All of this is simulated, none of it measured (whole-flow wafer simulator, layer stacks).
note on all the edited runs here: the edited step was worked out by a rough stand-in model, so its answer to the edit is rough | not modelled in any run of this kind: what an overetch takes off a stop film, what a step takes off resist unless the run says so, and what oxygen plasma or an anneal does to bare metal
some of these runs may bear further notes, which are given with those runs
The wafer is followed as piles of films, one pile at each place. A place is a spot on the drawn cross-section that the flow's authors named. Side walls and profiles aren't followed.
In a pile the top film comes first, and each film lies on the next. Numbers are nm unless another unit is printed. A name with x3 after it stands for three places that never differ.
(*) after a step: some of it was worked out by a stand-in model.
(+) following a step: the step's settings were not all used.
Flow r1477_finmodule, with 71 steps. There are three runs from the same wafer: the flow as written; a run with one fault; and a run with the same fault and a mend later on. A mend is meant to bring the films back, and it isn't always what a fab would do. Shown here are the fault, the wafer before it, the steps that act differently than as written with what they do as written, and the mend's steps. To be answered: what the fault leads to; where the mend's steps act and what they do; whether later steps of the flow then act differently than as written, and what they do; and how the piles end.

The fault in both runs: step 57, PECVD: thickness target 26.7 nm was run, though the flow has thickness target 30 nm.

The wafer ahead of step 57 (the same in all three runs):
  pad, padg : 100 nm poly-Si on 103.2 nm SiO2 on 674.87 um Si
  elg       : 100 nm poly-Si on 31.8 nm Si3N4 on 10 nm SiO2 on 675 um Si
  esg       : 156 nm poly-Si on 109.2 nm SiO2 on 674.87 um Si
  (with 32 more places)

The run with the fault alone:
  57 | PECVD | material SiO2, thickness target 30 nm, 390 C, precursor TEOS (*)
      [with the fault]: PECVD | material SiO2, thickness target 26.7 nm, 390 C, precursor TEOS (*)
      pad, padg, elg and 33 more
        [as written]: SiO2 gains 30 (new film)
        [with the fault]: SiO2 gains 26.7 (new film)
  Later steps of the flow acting differently than as written (1 more step, not shown, differs only slightly: by at most 2% or 0.5 nm, whichever is larger):
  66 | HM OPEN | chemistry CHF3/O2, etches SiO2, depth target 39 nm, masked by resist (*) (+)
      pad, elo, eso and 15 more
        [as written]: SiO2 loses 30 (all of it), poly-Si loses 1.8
        [with the fault]: SiO2 loses 26.7 (all of it), poly-Si loses 2.46
  By the end, the piles at padg, elg, esg and 15 more depart from the flow's by more than 2% or 0.5 nm, whichever is larger.
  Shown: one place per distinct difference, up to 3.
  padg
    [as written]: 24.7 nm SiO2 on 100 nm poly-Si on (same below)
    [with the fault]: 21.4 nm SiO2 on 100 nm poly-Si on (same below)
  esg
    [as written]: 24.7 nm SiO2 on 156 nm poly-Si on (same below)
    [with the fault]: 21.4 nm SiO2 on 156 nm poly-Si on (same below)
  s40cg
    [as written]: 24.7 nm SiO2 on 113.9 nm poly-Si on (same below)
    [with the fault]: 21.4 nm SiO2 on 113.9 nm poly-Si on (same below)

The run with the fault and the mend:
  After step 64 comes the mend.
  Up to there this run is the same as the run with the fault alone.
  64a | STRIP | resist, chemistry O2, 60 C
      padg, elg, esg
        resist loses 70 (all of it)
      e40lg, e100lg, e200lg
        resist loses 66.9 (all of it)
      s40sg, s45sg
        resist loses 91 (all of it)
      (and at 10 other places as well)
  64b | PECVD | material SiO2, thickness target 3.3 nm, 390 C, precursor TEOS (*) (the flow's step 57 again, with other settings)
      pad, padg, elg and 33 more
        SiO2 gains 3.3
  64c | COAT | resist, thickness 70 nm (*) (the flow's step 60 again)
      e40lg, e100lg, e200lg, elo, e40lo, e100lo, e200lo
        resist gains 66.9 (new film)
      pad, padg, elg, esg
        resist gains 70 (new film)
      s40sg, s45sg, s40so, s45so
        resist gains 91 (new film)
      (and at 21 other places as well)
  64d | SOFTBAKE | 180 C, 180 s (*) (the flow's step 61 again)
      leaves every film unchanged at each place that is followed
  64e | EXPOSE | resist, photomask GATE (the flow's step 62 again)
      leaves every film unchanged at each place that is followed
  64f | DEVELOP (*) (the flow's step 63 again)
      elo, e40lo, e100lo, e200lo
        resist loses 66.9 (all of it)
      eso, e40so
        resist loses 129.5 (all of it)
      s40so, s45so
        resist loses 91 (all of it)
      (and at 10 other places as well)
  None of the later steps of the flow acts differently than as written at any place that is followed.
  By the end, the piles equal the flow's at every place that both follow.
